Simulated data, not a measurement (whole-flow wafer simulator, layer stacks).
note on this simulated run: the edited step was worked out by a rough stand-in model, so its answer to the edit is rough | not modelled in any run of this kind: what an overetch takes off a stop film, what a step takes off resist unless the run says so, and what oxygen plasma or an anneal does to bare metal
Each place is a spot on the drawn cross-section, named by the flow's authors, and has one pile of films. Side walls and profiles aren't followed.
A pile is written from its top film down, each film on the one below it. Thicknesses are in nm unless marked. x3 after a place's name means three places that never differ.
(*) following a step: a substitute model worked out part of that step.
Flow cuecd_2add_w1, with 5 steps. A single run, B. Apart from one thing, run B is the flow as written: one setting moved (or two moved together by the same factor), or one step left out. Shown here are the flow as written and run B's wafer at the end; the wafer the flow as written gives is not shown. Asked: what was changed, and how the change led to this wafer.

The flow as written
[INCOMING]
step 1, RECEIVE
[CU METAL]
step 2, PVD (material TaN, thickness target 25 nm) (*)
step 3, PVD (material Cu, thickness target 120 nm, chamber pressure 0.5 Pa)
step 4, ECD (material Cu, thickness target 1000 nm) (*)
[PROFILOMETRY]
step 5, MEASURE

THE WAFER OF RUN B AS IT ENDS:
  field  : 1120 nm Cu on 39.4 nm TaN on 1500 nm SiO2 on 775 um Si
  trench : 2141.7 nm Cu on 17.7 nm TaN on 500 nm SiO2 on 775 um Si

The reason: step 2, PVD: thickness target 39.4 nm was run, while the flow as written has thickness target 25 nm.
One can read it off the wafer: field has TaN 39.4, and step 2 as written asks for 25 nm.

The path from the change to this, step by step:
  step 2, PVD (material TaN, thickness target 25 nm) (*)
      field: TaN gains 39.4 (new film) (in the flow as written it would be: TaN gains 25 (new film))
      trench: TaN gains 17.7 (new film) (in the flow as written it would be: TaN gains 11.2 (new film))
